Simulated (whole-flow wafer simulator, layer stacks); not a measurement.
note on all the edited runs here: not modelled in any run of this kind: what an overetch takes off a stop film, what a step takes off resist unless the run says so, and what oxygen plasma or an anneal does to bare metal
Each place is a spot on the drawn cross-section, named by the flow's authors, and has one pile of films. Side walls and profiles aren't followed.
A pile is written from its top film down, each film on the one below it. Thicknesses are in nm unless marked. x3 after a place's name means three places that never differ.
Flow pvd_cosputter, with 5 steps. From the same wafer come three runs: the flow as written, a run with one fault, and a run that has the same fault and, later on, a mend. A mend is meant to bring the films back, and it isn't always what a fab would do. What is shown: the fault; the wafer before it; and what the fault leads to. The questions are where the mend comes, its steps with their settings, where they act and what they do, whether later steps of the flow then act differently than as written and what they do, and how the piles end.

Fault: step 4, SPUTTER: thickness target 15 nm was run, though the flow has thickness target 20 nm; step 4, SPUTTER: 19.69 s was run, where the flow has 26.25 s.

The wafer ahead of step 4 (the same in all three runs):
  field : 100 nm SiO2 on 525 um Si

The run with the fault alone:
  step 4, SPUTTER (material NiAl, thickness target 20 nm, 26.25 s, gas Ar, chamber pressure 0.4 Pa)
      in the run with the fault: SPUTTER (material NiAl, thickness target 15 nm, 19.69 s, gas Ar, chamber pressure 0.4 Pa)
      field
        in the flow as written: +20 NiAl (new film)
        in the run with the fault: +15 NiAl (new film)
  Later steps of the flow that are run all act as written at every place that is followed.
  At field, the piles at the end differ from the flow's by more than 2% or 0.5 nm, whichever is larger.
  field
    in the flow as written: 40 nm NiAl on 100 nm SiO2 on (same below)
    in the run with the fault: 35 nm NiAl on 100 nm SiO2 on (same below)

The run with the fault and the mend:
  The mend follows step 4.
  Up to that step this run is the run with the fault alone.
  step 4a, SPUTTER (material NiAl, thickness target 5 nm, 6.562 s, gas Ar, chamber pressure 0.4 Pa) (a further turn of the flow's step 4, with different settings)
      field
        +5 NiAl
  Later steps of the flow that are run all act as written at every place that is followed.
  At every place that both follow, the piles at the end match the flow's.
